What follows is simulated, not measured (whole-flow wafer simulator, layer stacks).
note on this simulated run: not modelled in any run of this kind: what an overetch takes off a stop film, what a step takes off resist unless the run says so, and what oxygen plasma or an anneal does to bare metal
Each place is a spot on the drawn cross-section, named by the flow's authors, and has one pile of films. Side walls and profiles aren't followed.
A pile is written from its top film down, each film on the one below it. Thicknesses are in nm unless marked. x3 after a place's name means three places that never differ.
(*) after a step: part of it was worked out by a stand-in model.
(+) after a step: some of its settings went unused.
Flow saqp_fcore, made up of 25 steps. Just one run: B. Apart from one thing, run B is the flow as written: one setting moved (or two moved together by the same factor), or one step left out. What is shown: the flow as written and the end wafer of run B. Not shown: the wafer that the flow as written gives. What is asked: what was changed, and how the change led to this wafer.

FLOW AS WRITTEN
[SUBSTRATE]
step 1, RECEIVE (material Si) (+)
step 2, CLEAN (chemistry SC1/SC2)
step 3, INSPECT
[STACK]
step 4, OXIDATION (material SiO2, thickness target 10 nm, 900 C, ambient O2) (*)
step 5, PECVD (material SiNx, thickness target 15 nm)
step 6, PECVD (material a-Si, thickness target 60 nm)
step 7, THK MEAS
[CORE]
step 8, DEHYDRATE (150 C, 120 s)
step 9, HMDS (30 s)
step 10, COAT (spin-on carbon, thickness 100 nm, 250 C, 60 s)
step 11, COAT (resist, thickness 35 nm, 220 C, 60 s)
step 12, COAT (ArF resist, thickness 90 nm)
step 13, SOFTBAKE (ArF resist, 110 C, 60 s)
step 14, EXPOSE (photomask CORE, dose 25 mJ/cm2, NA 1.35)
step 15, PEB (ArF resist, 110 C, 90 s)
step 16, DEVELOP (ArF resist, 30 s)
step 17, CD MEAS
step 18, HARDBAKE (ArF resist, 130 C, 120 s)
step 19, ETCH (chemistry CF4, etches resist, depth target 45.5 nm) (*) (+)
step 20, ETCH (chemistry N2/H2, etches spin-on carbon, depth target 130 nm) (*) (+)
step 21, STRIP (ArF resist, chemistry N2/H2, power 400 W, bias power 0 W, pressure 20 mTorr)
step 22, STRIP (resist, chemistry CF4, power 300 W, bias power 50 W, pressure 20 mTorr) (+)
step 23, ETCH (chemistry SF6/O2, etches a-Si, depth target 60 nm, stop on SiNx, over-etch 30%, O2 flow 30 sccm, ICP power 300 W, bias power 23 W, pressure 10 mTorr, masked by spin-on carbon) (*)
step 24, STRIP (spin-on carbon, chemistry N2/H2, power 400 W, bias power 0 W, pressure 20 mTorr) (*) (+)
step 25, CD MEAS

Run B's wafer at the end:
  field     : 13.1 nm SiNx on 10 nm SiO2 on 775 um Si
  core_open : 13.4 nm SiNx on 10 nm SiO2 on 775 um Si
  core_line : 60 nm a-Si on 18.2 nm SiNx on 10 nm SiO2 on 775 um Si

The reason: step 5, PECVD: thickness target 18.2 nm was run, whereas the flow has thickness target 15 nm.
The wafer lets one read it off: core_line has SiNx 18.2, and step 5 as written asks for 15 nm.

Step by step, how the change led to this:
  step 5, PECVD (material SiNx, thickness target 15 nm)
      field, core_open, core_line: SiNx gains 18.2 (new film) (it would be, as written: SiNx gains 15 (new film))
